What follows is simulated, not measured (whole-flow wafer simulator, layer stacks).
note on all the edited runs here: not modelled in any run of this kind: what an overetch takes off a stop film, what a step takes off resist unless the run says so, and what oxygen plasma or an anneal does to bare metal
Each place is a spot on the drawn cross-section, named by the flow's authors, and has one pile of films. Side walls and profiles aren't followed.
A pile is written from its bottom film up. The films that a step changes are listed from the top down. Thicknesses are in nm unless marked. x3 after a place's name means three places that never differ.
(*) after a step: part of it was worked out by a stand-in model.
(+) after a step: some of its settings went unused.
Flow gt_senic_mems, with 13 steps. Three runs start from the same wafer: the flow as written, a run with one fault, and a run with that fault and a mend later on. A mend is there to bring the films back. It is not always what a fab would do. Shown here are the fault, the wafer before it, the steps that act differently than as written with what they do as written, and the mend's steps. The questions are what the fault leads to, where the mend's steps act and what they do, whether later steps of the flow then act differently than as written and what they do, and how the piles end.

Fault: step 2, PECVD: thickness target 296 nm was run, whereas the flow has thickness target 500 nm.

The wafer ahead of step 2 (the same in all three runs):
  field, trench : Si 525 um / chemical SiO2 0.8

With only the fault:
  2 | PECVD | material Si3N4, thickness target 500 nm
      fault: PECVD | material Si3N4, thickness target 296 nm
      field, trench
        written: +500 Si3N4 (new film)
        fault: +296 Si3N4 (new film)
  Later steps of the flow acting differently than as written (2 more steps, not shown, differ only slightly: by at most 2% or 0.5 nm, whichever is larger):
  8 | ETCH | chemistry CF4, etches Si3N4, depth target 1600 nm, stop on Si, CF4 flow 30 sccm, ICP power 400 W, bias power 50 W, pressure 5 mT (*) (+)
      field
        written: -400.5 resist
        fault: -264.5 resist
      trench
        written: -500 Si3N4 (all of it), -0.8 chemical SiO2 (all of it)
        fault: -296 Si3N4 (all of it), -0.8 chemical SiO2 (all of it)
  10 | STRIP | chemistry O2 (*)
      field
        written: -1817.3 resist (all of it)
        fault: -1953.3 resist (all of it)
  The piles end different from the flow's at field by more than 2% or 0.5 nm, whichever is larger.
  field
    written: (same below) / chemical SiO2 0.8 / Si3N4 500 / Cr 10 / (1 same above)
    fault: (same below) / chemical SiO2 0.8 / Si3N4 296 / Cr 10 / (1 same above)

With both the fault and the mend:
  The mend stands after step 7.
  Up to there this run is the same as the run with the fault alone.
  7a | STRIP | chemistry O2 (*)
      field
        -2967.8 resist (all of it)
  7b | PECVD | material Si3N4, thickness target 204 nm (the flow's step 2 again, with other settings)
      field, trench
        +204 Si3N4
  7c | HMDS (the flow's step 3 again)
      does not change any film at any place that is followed
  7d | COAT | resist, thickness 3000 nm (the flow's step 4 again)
      field, trench
        +3000 resist (new film)
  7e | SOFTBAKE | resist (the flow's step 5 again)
      does not change any film at any place that is followed
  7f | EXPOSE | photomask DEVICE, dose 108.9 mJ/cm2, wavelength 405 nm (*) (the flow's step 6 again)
      does not change any film at any place that is followed
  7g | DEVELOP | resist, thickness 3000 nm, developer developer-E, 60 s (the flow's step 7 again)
      field
        -32.2 resist
      trench
        -3000 resist (all of it)
  Later steps of the flow that are run all act as written at every place that is followed.
  By the end, the piles equal the flow's at every place that both follow.
